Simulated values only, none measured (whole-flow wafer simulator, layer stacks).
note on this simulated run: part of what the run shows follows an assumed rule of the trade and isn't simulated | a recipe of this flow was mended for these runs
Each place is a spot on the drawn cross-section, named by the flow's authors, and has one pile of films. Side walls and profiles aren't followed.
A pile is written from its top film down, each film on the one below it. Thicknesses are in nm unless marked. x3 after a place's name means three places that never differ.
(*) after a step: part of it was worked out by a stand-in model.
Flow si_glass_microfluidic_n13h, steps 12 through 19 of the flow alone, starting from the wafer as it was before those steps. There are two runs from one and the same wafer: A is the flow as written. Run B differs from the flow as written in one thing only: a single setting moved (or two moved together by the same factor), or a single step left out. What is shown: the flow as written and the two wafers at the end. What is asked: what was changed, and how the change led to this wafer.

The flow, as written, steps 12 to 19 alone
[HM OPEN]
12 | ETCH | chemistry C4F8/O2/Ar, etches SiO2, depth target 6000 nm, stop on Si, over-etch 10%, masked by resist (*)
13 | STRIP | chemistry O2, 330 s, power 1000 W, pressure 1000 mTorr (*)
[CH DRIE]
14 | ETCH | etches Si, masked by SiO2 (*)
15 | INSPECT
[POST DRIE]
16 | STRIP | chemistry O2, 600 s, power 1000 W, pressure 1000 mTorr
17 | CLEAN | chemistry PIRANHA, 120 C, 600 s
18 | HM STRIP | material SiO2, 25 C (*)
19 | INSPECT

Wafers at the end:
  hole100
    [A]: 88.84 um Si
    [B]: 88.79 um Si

Cause: step 12, ETCH: over-etch 15.9% was run, while the flow as written has over-etch 10%.

How this came from the change, step by step:
  12 | ETCH | chemistry C4F8/O2/Ar, etches SiO2, depth target 6000 nm, stop on Si, over-etch 10%, masked by resist (*)
      land: A -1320 thick-i-line-resist | B -1390.8 thick-i-line-resist
      hole100: A -6000 SiO2 (all of it), -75 Si | B -6000 SiO2 (all of it), -119.2 Si
